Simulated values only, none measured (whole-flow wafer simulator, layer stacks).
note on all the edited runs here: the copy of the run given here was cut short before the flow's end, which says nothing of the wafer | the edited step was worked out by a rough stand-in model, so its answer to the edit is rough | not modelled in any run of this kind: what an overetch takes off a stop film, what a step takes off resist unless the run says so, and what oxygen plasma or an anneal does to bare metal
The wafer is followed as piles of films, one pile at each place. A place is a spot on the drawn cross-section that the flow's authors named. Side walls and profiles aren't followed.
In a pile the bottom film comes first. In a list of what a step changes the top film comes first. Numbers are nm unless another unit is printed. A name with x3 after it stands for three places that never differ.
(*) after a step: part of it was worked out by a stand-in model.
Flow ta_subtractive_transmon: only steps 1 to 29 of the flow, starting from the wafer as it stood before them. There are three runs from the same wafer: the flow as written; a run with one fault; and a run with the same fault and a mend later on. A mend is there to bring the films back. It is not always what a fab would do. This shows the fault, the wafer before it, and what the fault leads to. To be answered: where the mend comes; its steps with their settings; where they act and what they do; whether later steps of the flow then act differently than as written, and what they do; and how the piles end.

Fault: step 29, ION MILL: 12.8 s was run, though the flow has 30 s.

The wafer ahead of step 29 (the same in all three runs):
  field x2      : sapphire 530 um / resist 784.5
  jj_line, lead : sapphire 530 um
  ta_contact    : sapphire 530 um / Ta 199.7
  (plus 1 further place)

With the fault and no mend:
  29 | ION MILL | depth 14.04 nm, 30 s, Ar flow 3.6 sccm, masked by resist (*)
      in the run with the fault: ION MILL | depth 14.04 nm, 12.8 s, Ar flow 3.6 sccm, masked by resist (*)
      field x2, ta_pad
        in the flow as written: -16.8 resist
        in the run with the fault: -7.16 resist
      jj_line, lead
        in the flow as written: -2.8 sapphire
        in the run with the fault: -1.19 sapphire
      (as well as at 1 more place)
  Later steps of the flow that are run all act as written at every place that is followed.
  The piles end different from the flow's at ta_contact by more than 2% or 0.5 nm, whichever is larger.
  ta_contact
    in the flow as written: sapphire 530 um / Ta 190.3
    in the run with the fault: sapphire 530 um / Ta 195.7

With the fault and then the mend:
  The mend follows step 29.
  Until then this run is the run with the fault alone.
  29a | ION MILL | depth 14.04 nm, 17.2 s, Ar flow 3.6 sccm, masked by resist (*) (the flow's step 29 again, with other settings)
      field x2, ta_pad
        -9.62 resist
      jj_line, lead
        -1.6 sapphire
      ta_contact
        -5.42 Ta
  Later steps of the flow that are run all act as written at every place that is followed.
  At every place that both follow, the piles at the end match the flow's.
